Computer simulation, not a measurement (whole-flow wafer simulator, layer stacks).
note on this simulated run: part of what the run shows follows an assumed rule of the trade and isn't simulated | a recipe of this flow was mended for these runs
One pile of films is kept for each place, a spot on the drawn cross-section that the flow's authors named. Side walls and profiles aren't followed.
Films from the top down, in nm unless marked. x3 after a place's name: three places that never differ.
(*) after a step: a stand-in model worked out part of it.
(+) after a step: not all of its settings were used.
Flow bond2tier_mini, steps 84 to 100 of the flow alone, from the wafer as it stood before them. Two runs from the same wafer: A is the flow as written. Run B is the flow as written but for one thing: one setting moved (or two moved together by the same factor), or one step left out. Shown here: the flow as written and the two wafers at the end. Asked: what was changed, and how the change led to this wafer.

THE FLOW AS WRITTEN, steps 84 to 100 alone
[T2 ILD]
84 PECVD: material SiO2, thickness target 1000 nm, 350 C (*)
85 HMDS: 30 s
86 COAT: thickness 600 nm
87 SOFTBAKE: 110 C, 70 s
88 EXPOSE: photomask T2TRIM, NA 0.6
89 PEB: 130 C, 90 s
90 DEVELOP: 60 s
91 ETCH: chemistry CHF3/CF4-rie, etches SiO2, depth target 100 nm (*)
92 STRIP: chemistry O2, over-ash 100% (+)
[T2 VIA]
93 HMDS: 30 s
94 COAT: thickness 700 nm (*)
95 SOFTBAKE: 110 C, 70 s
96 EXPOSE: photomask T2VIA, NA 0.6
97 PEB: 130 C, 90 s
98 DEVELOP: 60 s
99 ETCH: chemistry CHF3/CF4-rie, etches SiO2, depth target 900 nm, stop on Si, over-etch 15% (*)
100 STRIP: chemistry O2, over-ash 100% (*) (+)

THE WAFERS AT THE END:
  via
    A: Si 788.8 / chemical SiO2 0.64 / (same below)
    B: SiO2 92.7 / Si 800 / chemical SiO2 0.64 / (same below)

The cause: step 99, ETCH: depth target 702 nm was run, where the flow has depth target 900 nm.

How the change led to this, step by step:
  99 ETCH: chemistry CHF3/CF4-rie, etches SiO2, depth target 900 nm, stop on Si, over-etch 15% (*)
      via: A SiO2 -900 (all of it), Si -11.2 | B SiO2 -807.3
      field, pad: A thick-KrF-resist -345 | B thick-KrF-resist -269.1
  100 STRIP: chemistry O2, over-ash 100% (*) (+)
      field: A thick-KrF-resist -286.6 (all of it) | B thick-KrF-resist -362.5 (all of it)
      pad: A thick-KrF-resist -372.9 (all of it) | B thick-KrF-resist -448.8 (all of it)
